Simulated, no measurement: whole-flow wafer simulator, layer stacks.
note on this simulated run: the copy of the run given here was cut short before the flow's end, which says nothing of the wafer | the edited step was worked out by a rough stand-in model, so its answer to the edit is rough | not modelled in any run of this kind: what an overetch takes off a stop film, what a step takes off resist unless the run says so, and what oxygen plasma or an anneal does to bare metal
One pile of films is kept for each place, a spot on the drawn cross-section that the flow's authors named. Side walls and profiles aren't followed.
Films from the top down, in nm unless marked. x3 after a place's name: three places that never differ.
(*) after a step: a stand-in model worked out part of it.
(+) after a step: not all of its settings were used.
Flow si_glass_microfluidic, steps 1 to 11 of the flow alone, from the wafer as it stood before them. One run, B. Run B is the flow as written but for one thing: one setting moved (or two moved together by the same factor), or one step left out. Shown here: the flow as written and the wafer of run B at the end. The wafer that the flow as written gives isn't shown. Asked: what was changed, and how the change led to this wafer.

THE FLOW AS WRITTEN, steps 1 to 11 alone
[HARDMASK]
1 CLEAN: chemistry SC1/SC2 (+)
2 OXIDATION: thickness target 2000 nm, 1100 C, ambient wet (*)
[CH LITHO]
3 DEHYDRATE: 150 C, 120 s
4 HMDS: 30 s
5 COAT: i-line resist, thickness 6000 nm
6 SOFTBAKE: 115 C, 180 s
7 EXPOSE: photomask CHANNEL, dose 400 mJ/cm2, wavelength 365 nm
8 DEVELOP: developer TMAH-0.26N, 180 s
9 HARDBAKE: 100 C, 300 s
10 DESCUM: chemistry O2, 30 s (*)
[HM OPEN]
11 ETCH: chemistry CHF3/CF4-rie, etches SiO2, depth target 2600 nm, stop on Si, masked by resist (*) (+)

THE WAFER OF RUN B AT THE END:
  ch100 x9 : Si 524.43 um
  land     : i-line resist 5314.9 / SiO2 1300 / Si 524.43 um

The cause: step 2, OXIDATION: thickness target 1300 nm was run, where the flow has thickness target 2000 nm.
It can be read off the wafer: land has SiO2 1300, and step 2 as written asks for 2000 nm.

How the change led to this, step by step:
  2 OXIDATION: thickness target 2000 nm, 1100 C, ambient wet (*)
      land, ch100 x9: SiO2 +1300 (new film), chemical SiO2 -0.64 (all of it), Si -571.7 (as written it would be: SiO2 +2000 (new film), chemical SiO2 -0.64 (all of it), Si -879.7)
  11 ETCH: chemistry CHF3/CF4-rie, etches SiO2, depth target 2600 nm, stop on Si, masked by resist (*) (+)
      ch100 x9: SiO2 -1300 (all of it) (as written it would be: SiO2 -2000 (all of it))
      land: i-line resist -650 (as written it would be: i-line resist -866.7)
